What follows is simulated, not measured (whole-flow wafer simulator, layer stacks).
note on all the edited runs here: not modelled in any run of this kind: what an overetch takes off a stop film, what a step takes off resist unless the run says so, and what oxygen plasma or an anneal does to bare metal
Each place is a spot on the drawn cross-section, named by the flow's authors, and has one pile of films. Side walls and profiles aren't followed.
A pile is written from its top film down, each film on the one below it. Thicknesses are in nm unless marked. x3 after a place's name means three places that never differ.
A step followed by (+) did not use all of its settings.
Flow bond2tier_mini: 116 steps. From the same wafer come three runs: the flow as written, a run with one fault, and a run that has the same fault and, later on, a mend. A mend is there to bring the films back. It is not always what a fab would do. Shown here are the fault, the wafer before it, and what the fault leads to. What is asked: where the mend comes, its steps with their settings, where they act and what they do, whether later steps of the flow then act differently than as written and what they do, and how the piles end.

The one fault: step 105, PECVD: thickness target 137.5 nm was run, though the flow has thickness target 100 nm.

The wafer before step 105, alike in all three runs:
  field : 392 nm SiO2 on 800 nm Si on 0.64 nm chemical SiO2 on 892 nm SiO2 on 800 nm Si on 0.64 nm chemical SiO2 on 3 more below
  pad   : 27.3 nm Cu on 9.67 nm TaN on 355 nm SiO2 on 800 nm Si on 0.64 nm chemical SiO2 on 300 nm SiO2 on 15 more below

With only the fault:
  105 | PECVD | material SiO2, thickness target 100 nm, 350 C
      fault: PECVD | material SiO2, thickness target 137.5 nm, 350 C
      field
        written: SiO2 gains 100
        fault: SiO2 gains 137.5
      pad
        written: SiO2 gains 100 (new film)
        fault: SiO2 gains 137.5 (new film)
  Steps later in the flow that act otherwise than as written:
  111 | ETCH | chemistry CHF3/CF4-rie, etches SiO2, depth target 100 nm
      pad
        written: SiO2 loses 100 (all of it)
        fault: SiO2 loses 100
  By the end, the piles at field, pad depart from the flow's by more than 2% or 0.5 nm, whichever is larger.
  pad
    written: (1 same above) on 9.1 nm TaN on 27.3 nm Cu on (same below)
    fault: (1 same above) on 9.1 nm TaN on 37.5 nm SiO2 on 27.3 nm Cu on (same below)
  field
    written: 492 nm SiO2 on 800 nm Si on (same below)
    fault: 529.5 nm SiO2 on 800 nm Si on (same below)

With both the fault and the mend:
  The mend follows step 110.
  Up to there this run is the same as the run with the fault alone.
  111 | ETCH | chemistry CHF3/CF4-rie, etches SiO2, depth target 137.5 nm (the flow's step 111, as written with depth target 100 nm)
      field
        KrF resist loses 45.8
      pad
        SiO2 loses 137.5 (all of it)
  Steps later in the flow that act otherwise than as written (1 other step is not shown; it differs only slightly, by no more than 2% or 0.5 nm, whichever is larger):
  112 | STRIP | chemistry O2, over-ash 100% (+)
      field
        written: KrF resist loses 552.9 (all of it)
        mend: KrF resist loses 540.4 (all of it)
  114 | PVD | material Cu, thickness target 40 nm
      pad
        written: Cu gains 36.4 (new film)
        mend: Cu gains 35.2 (new film)
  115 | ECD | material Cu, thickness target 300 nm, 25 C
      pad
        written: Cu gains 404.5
        mend: Cu gains 443.6
  By the end, the piles at field, pad depart from the flow's by more than 2% or 0.5 nm, whichever is larger.
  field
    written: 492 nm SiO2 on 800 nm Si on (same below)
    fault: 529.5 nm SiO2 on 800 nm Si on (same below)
    mend: 529.5 nm SiO2 on 800 nm Si on (same below)
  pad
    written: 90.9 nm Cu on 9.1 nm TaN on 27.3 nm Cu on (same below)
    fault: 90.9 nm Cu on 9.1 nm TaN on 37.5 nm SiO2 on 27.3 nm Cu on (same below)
    mend: 128.7 nm Cu on 8.79 nm TaN on 27.3 nm Cu on (same below)
